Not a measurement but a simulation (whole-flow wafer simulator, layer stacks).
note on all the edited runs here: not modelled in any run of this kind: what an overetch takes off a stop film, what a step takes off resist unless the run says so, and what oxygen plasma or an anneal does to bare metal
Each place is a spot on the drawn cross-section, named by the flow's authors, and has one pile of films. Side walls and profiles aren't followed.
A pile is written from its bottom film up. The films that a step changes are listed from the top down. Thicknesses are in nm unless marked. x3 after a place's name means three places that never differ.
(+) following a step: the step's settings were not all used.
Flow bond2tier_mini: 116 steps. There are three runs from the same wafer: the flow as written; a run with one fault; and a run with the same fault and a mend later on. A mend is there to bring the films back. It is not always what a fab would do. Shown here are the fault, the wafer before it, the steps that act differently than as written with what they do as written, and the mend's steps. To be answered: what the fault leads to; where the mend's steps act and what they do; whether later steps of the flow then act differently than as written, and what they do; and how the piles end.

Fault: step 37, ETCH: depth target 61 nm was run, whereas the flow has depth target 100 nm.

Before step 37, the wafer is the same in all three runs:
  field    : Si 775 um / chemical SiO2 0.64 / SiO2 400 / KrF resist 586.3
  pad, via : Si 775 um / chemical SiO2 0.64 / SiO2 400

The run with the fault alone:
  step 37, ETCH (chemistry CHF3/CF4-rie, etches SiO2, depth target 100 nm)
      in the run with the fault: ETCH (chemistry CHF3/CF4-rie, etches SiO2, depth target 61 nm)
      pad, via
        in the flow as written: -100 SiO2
        in the run with the fault: -61 SiO2
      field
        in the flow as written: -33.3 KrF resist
        in the run with the fault: -20.3 KrF resist
  Steps later in the flow that act otherwise than as written (1 more step, not shown, differs only slightly: by at most 2% or 0.5 nm, whichever is larger):
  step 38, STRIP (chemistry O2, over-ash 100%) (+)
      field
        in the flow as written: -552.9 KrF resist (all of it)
        in the run with the fault: -565.9 KrF resist (all of it)
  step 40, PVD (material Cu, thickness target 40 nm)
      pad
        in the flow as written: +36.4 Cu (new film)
        in the run with the fault: +37.8 Cu (new film)
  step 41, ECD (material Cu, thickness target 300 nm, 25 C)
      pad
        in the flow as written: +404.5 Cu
        in the run with the fault: +363.8 Cu
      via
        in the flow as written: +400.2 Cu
        in the run with the fault: +361 Cu
  By the end, the piles at pad depart from the flow's by more than 2% or 0.5 nm, whichever is larger.
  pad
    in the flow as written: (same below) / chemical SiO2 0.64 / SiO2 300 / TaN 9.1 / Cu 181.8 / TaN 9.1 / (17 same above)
    in the run with the fault: (same below) / chemical SiO2 0.64 / SiO2 339 / TaN 9.45 / Cu 142.4 / TaN 9.1 / (17 same above)

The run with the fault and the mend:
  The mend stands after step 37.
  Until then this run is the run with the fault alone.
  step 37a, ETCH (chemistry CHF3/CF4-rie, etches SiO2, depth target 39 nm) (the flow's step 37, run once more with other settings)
      pad, via
        -39 SiO2
      field
        -13 KrF resist
  None of the later steps of the flow acts differently than as written at any place that is followed.
  By the end, the piles equal the flow's at every place that both follow.
